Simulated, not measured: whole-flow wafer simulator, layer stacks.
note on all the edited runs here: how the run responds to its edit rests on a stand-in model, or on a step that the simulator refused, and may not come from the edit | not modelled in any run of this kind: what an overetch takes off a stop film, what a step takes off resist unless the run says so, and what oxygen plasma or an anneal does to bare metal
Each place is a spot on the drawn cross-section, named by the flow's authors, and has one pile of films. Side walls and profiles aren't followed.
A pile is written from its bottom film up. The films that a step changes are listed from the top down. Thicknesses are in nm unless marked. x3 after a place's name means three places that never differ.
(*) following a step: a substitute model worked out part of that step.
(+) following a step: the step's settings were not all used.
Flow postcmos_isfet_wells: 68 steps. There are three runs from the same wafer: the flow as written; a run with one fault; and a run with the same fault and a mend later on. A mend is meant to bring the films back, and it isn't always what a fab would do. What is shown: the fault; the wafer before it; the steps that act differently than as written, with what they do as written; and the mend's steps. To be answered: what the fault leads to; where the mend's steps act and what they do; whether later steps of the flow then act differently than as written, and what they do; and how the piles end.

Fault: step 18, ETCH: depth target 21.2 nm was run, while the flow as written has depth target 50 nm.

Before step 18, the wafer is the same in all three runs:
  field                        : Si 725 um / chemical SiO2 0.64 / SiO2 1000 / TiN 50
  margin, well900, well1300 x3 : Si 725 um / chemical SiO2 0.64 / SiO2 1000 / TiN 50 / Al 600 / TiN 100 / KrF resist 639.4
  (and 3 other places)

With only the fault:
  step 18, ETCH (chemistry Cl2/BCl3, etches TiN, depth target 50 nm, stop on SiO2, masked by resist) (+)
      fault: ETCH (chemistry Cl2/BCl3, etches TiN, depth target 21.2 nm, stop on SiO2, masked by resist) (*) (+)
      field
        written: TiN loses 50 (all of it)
        fault: TiN loses 21.2
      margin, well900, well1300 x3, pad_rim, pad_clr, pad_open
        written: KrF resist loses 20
        fault: KrF resist loses 8.48
  Steps further on in the flow that do not act as written (2 more steps, not shown, differ only slightly: by at most 2% or 0.5 nm, whichever is larger):
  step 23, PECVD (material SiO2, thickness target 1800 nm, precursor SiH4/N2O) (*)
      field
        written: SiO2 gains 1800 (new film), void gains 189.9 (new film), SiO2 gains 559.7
        fault: SiO2 gains 1800 (new film), void gains 168.6 (new film), SiO2 gains 552.6 (new film)
  The piles end different from the flow's at field by more than 2% or 0.5 nm, whichever is larger.
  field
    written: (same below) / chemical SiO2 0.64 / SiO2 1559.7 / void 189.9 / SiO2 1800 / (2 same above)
    fault: (same below) / chemical SiO2 0.64 / SiO2 1000 / TiN 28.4 / SiO2 552.6 / void 168.6 / SiO2 1800 / (2 same above)

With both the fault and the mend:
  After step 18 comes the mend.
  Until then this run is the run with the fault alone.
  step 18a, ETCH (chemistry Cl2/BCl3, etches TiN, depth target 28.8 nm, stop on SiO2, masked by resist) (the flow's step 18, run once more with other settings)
      margin, well900, well1300 x3, pad_rim, pad_clr, pad_open
        KrF resist loses 11.5
      field
        TiN loses 28.8 (all of it)
  None of the later steps of the flow acts differently than as written at any place that is followed.
  By the end, the piles equal the flow's at every place that both follow.
